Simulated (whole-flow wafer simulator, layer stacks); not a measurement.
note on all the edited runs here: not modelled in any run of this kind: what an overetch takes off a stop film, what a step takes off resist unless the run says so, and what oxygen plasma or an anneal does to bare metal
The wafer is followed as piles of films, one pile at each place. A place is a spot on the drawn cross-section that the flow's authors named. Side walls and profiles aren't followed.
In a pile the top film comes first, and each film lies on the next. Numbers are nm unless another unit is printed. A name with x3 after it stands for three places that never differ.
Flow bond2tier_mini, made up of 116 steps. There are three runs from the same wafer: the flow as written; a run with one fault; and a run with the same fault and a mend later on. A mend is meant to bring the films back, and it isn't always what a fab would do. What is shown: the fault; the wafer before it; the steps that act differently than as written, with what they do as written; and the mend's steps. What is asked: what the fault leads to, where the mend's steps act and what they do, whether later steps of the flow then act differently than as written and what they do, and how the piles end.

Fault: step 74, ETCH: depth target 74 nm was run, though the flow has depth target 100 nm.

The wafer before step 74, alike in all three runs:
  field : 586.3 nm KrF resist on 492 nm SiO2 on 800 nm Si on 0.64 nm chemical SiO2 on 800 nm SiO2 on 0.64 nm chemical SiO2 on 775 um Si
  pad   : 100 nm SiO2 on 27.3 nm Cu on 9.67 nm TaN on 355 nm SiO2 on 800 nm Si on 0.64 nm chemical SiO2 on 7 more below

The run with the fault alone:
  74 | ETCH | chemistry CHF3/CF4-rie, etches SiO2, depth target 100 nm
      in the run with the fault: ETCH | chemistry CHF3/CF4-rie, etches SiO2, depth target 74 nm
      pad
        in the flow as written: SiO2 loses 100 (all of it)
        in the run with the fault: SiO2 loses 74
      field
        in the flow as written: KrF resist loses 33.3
        in the run with the fault: KrF resist loses 24.7
  Steps further on in the flow that do not act as written (2 other steps are not shown; they differ only slightly, by no more than 2% or 0.5 nm, whichever is larger):
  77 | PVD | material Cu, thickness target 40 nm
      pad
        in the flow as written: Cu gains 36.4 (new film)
        in the run with the fault: Cu gains 37.3 (new film)
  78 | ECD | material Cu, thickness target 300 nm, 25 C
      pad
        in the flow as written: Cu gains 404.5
        in the run with the fault: Cu gains 377.3
  By the end, the piles at pad depart from the flow's by more than 2% or 0.5 nm, whichever is larger.
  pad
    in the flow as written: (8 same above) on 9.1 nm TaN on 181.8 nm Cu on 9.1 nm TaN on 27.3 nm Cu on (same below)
    in the run with the fault: (8 same above) on 9.1 nm TaN on 155.6 nm Cu on 9.33 nm TaN on 26 nm SiO2 on 27.3 nm Cu on (same below)

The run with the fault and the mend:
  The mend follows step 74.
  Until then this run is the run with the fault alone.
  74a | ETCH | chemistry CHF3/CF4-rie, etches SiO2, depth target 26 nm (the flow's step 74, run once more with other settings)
      field
        KrF resist loses 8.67
      pad
        SiO2 loses 26 (all of it)
  Later steps of the flow that are run all act as written at every place that is followed.
  The piles end the same as the flow's at every place that both follow.
